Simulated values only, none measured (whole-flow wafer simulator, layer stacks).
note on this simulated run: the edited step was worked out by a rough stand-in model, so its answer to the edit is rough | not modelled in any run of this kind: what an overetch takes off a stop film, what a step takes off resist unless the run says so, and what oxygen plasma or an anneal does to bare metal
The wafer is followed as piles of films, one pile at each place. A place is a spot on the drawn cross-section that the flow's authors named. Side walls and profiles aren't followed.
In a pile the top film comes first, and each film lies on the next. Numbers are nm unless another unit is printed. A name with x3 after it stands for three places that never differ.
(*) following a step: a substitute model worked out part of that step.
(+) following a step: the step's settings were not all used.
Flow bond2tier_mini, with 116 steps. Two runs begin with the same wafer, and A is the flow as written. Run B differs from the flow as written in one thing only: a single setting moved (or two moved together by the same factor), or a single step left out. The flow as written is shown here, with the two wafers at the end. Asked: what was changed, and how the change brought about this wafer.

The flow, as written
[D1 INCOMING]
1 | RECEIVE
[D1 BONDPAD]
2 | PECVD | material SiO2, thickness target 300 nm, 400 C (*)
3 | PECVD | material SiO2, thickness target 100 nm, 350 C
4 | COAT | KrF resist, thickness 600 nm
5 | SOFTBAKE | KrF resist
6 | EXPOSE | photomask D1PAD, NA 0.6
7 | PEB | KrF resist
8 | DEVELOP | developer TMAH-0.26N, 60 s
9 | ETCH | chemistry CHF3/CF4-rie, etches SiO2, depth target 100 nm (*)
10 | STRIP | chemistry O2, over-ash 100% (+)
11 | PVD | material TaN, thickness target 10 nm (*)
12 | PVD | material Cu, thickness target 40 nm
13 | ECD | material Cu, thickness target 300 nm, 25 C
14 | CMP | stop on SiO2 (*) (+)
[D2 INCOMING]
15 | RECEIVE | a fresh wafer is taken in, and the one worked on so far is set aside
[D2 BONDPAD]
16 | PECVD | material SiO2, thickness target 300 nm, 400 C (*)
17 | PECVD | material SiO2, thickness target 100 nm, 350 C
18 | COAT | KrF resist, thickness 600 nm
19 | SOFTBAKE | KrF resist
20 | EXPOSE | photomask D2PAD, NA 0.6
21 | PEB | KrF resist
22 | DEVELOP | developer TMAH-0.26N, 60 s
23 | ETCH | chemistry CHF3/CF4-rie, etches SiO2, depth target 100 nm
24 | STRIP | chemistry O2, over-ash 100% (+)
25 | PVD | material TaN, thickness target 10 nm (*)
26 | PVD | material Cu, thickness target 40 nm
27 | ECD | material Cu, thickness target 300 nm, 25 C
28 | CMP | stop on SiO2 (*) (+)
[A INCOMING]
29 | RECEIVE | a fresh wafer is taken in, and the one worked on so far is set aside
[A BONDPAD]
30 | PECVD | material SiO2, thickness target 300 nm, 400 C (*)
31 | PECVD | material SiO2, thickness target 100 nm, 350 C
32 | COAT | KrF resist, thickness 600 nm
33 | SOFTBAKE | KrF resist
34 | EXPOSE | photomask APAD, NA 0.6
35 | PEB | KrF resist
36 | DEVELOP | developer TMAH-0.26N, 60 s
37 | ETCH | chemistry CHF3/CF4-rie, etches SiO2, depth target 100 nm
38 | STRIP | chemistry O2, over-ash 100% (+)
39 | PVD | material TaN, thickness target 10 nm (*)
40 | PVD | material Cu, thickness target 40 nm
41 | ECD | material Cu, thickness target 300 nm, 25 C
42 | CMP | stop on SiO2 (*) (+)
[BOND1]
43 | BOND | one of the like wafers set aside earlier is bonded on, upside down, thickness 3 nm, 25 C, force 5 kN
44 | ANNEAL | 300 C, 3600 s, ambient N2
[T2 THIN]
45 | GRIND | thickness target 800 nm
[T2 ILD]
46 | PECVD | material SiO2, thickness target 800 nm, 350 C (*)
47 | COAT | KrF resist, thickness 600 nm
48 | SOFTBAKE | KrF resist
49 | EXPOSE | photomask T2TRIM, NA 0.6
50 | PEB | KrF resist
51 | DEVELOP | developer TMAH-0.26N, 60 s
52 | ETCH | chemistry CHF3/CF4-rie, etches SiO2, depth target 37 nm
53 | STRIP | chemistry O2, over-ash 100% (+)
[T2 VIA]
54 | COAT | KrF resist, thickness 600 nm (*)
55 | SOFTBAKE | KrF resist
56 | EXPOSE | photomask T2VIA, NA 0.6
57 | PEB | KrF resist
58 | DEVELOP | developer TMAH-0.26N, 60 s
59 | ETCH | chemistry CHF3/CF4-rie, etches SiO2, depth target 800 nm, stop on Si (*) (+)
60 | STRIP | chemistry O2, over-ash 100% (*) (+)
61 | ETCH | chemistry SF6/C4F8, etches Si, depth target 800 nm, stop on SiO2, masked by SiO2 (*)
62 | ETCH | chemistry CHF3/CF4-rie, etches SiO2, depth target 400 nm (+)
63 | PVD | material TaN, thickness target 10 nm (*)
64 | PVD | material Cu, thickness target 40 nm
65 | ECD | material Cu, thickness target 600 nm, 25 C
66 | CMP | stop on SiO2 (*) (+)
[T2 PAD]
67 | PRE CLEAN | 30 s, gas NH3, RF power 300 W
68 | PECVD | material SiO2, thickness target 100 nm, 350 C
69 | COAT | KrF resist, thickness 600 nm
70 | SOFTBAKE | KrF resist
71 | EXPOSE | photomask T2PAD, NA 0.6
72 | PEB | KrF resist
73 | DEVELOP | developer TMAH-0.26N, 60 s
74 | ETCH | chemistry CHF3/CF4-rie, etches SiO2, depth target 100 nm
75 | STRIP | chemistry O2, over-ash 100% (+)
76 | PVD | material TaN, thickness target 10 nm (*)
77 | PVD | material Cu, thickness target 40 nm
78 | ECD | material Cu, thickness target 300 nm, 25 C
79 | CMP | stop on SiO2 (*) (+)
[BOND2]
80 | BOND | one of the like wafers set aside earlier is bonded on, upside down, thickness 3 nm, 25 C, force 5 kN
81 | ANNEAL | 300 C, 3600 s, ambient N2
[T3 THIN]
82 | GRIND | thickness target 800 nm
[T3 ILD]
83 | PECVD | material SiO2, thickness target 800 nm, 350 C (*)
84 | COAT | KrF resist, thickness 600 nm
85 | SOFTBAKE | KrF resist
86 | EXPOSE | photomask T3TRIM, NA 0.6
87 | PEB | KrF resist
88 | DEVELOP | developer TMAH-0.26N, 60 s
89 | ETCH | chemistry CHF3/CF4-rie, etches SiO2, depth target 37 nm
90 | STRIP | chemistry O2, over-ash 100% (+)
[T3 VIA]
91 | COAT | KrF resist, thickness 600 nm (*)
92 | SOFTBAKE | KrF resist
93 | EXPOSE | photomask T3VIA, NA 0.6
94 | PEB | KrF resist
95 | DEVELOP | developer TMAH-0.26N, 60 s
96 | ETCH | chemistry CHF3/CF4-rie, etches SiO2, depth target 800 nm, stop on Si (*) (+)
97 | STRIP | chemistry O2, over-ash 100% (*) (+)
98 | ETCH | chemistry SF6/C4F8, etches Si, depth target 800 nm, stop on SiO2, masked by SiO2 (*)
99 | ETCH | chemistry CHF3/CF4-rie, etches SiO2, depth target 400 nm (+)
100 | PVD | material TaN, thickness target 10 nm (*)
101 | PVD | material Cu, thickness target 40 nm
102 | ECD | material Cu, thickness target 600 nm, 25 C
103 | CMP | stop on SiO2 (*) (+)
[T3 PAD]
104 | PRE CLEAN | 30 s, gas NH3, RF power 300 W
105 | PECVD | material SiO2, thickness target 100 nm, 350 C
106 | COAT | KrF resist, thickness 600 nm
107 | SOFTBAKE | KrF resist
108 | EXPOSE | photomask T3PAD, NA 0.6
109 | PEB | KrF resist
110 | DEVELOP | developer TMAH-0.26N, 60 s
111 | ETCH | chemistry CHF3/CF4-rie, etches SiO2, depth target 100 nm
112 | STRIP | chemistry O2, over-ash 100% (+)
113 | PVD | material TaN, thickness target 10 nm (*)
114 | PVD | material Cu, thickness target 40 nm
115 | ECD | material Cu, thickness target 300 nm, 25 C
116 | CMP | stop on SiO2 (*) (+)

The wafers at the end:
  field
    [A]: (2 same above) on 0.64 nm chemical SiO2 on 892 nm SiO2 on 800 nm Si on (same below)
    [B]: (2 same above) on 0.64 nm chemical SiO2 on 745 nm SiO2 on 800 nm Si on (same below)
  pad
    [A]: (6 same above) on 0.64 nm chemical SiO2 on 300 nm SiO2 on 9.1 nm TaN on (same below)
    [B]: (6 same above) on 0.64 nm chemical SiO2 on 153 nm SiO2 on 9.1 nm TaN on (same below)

Cause: step 16, PECVD: thickness target 153 nm was run, though the flow has thickness target 300 nm.
The wafer itself shows it: pad has SiO2 153, and step 16 as written asks for 300 nm.

How this came from the change, step by step:
  16 | PECVD | material SiO2, thickness target 300 nm, 400 C (*)
      field, pad, via: A SiO2 gains 300 (new film) | B SiO2 gains 153 (new film)
  80 | BOND | one of the like wafers set aside earlier is bonded on, upside down, thickness 3 nm, 25 C, force 5 kN
      field: A Si gains 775 um (new film), chemical SiO2 gains 0.64 (new film), SiO2 gains 400 | B Si gains 775 um (new film), chemical SiO2 gains 0.64 (new film), SiO2 gains 253
      pad: A Si gains 775 um (new film), chemical SiO2 gains 0.64 (new film), SiO2 gains 300 (new film), TaN gains 9.1 (new film), Cu gains 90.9 | B Si gains 775 um (new film), chemical SiO2 gains 0.64 (new film), SiO2 gains 153 (new film), TaN gains 9.1 (new film), Cu gains 90.9
